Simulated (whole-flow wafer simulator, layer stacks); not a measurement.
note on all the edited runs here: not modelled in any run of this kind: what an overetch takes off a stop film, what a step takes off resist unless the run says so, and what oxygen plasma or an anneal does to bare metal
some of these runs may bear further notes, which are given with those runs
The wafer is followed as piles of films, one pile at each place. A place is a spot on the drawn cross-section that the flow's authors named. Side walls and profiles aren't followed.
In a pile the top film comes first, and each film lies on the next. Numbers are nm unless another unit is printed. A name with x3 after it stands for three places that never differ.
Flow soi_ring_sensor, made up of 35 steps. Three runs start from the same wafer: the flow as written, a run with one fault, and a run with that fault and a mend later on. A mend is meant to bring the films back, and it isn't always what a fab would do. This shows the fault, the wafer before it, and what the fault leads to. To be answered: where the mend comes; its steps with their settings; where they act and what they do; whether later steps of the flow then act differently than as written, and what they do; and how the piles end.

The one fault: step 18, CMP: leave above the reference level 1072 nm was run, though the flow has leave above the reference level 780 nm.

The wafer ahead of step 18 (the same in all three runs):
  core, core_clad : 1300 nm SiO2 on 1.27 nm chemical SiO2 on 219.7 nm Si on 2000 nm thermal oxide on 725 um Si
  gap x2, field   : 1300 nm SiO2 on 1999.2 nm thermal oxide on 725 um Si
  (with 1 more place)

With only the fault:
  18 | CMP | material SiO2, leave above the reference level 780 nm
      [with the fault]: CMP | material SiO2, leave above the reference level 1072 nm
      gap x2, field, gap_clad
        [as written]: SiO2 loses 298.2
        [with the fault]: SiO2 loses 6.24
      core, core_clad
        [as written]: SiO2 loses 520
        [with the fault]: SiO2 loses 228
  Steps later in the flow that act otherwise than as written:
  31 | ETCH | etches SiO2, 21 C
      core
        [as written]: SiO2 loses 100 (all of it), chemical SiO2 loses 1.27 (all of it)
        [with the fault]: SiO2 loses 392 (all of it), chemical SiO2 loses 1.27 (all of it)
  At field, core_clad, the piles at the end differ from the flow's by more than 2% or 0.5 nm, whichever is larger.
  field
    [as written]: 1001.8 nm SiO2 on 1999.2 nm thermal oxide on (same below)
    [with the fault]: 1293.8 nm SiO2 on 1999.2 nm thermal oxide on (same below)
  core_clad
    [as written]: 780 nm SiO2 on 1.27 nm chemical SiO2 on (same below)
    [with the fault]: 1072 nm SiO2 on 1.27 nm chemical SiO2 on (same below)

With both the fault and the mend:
  After step 19 comes the mend.
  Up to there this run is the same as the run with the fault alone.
  19a | CMP | material SiO2, leave above the reference level 780 nm (the flow's step 18 again)
      core, gap x2, field, core_clad, gap_clad
        SiO2 loses 292
  None of the later steps of the flow acts differently than as written at any place that is followed.
  By the end, the piles equal the flow's at every place that both follow.
